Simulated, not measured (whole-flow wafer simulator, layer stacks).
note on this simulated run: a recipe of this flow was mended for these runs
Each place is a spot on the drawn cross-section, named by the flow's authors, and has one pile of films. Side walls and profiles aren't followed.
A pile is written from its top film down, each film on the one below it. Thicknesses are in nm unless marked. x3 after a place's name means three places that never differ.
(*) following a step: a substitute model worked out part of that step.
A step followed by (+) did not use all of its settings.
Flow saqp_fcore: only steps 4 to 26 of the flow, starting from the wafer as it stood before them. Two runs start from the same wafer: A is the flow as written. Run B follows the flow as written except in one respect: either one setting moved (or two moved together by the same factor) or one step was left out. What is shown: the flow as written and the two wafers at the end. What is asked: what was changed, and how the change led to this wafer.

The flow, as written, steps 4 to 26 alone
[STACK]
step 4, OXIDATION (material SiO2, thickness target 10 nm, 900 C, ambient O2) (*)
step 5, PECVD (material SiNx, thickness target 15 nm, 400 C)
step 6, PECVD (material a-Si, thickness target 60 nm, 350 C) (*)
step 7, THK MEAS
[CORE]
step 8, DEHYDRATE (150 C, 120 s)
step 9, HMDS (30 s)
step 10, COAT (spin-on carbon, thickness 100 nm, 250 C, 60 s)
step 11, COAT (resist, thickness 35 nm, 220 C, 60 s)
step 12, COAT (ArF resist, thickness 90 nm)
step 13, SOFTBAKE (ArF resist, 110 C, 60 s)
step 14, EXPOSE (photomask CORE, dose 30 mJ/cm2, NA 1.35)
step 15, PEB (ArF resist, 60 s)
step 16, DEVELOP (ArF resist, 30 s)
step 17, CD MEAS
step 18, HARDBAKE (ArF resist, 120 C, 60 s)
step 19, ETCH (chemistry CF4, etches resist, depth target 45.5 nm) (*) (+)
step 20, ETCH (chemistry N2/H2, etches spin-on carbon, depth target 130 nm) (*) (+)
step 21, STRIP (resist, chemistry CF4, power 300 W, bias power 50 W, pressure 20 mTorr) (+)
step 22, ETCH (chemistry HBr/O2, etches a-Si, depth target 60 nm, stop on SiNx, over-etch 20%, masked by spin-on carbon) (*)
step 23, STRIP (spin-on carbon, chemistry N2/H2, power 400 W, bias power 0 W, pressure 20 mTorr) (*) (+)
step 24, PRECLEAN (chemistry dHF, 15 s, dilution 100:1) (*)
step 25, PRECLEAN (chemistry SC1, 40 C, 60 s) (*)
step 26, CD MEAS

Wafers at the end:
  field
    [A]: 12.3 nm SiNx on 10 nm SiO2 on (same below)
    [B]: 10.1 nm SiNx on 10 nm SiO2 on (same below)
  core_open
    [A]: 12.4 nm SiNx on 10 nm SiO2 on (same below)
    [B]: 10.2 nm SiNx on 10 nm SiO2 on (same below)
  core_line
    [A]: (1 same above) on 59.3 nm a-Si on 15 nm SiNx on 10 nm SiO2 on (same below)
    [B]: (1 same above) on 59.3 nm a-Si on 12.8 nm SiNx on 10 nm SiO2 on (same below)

Cause: step 5, PECVD: thickness target 12.8 nm was run, though the flow has thickness target 15 nm.
One can read it off the wafer: core_line has SiNx 12.8, and step 5 as written asks for 15 nm.

The path from the change to this, step by step:
  step 5, PECVD (material SiNx, thickness target 15 nm, 400 C)
      field, core_open, core_line: A SiNx gains 15 (new film) | B SiNx gains 12.8 (new film)
